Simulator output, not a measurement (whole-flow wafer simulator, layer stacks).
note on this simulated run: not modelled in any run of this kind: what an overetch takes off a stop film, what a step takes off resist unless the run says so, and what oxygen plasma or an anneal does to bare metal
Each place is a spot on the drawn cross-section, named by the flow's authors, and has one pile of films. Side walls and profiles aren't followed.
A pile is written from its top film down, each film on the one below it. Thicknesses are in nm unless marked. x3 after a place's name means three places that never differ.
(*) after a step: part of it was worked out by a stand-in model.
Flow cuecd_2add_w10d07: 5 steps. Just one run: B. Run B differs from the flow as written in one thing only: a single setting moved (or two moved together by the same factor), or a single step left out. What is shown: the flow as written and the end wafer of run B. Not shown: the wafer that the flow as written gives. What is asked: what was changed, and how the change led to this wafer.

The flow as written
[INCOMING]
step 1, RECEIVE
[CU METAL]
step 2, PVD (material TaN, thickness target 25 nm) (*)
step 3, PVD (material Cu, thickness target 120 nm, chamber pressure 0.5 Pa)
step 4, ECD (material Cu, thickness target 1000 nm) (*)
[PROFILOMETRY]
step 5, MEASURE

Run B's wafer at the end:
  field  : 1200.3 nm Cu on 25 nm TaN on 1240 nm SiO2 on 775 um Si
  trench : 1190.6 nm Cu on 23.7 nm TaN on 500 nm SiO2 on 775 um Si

Cause: step 3, PVD: thickness target 200.3 nm was run, whereas the flow has thickness target 120 nm.

Step by step, how the change led to this:
  step 3, PVD (material Cu, thickness target 120 nm, chamber pressure 0.5 Pa)
      field: Cu gains 200.3 (new film) (as written it would have been: Cu gains 120 (new film))
      trench: Cu gains 190.6 (new film) (as written it would have been: Cu gains 114 (new film))
